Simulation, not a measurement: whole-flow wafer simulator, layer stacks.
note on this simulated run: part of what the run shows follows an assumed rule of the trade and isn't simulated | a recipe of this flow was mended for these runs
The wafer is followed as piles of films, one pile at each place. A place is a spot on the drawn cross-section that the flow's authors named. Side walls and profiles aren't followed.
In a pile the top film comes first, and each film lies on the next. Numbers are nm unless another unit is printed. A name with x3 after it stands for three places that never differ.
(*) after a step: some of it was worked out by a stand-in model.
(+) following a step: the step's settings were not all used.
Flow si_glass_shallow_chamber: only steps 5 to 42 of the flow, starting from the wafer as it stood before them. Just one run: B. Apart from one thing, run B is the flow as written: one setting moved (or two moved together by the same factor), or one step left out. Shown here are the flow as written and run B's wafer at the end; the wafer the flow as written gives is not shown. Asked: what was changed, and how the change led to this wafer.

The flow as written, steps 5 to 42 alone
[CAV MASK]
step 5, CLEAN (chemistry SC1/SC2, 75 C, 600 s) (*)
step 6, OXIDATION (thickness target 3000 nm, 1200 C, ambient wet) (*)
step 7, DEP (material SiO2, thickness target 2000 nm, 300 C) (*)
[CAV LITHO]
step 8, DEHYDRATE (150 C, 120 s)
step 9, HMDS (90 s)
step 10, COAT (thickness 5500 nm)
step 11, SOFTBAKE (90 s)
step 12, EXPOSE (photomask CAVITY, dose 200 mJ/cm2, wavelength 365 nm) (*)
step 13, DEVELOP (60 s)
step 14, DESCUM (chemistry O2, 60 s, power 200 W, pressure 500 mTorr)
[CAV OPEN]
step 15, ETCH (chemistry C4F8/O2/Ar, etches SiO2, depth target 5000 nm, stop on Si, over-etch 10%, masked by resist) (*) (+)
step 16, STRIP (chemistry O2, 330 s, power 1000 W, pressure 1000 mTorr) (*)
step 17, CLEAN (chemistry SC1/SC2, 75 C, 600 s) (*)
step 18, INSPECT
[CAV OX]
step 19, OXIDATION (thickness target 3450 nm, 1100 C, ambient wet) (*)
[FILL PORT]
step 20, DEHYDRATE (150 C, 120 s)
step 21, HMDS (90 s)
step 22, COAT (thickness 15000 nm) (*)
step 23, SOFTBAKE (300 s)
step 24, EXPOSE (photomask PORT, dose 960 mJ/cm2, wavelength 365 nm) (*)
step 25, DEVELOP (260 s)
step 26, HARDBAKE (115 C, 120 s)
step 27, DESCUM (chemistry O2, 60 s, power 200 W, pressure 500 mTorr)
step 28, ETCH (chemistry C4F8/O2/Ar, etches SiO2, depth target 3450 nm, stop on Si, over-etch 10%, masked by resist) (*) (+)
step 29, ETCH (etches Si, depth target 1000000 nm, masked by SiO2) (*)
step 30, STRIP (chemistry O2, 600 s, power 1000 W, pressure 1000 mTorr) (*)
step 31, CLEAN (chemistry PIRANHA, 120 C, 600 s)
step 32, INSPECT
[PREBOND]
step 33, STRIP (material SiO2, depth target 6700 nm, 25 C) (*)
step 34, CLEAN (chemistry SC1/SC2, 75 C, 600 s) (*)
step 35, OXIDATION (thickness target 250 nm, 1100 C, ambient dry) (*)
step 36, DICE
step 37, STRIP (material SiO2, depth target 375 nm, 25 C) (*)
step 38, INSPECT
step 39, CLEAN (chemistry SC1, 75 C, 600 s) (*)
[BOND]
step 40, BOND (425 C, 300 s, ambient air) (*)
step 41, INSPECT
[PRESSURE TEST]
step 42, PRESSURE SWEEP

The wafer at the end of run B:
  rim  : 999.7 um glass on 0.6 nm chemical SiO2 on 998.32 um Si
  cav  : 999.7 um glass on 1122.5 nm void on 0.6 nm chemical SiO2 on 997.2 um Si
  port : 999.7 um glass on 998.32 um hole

The reason: step 6, OXIDATION: thickness target 2280 nm was run, though the flow has thickness target 3000 nm.

The path from the change to this, step by step:
  step 6, OXIDATION (thickness target 3000 nm, 1200 C, ambient wet) (*)
      rim, ramp, cav, port, septum, ring: SiO2 gains 2280 (new film), chemical SiO2 loses 0.6 (all of it), Si loses 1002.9 (as written it would have been: SiO2 gains 3000 (new film), chemical SiO2 loses 0.6 (all of it), Si loses 1319.7)
  step 15, ETCH (chemistry C4F8/O2/Ar, etches SiO2, depth target 5000 nm, stop on Si, over-etch 10%, masked by resist) (*) (+)
      rim, ramp, septum, ring: thick-i-line-resist loses 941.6 (as written it would have been: thick-i-line-resist loses 1100)
      cav, port: SiO2 loses 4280 (all of it), Si loses 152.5 (as written it would have been: SiO2 loses 5000 (all of it), Si loses 62.5)
  step 16, STRIP (chemistry O2, 330 s, power 1000 W, pressure 1000 mTorr) (*)
      rim, ramp, septum, ring: thick-i-line-resist loses 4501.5 (all of it) (as written it would have been: thick-i-line-resist loses 4343.1 (all of it))
  step 19, OXIDATION (thickness target 3450 nm, 1100 C, ambient wet) (*)
      rim, ramp, septum, ring: SiO2 gains 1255, Si loses 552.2 (as written it would have been: SiO2 gains 1110.9, Si loses 488.8)
  step 22, COAT (thickness 15000 nm) (*)
      rim: thick-i-line-resist gains 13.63 um (new film) (as written it would have been: thick-i-line-resist gains 13.4 um (new film))
      ramp: thick-i-line-resist gains 13.19 um (new film) (as written it would have been: thick-i-line-resist gains 12.89 um (new film))
      (as well as at 4 more places)
  step 23, SOFTBAKE (300 s)
      rim: thick-i-line-resist loses 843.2 (as written it would have been: thick-i-line-resist loses 997)
      ramp: thick-i-line-resist loses 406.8 (as written it would have been: thick-i-line-resist loses 487.1)
      (as well as at 4 more places)
  step 25, DEVELOP (260 s)
      port: thick-i-line-resist loses 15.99 um (all of it) (as written it would have been: thick-i-line-resist loses 16.16 um (all of it))
  step 26, HARDBAKE (115 C, 120 s)
      rim, ramp: thick-i-line-resist loses 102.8 (as written it would have been: thick-i-line-resist loses 98.2)
  step 29, ETCH (etches Si, depth target 1000000 nm, masked by SiO2) (*)
      rim, ramp: thick-i-line-resist loses 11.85 um (all of it), SiO2 loses 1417 (as written it would have been: thick-i-line-resist loses 11.47 um (all of it), SiO2 loses 1617.3)
      port: hole gains 997.27 um (new film), Si loses 997.27 um (all of it) (as written it would have been: hole gains 997.05 um (new film), Si loses 997.05 um (all of it))
      (as well as at 2 more places)
  step 30, STRIP (chemistry O2, 600 s, power 1000 W, pressure 1000 mTorr) (*)
      cav: thick-i-line-resist loses 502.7 (all of it) (as written it would have been: thick-i-line-resist loses 669.6 (all of it))
  step 33, STRIP (material SiO2, depth target 6700 nm, 25 C) (*)
      rim, ramp: SiO2 loses 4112 (all of it) (as written it would have been: SiO2 loses 4487.5 (all of it))
      septum: SiO2 loses 5173.7 (all of it) (as written it would have been: SiO2 loses 5732.1 (all of it))
      (as well as at 1 more place)
  step 40, BOND (425 C, 300 s, ambient air) (*)
      cav: glass gains 999.7 um (new film), void gains 1122.5 (new film) (as written it would have been: glass gains 999.7 um (new film), void gains 1095.9 (new film))
      port: glass gains 999.7 um (new film), hole gains 1043.8 (as written it would have been: glass gains 999.7 um (new film), hole gains 1017.3)
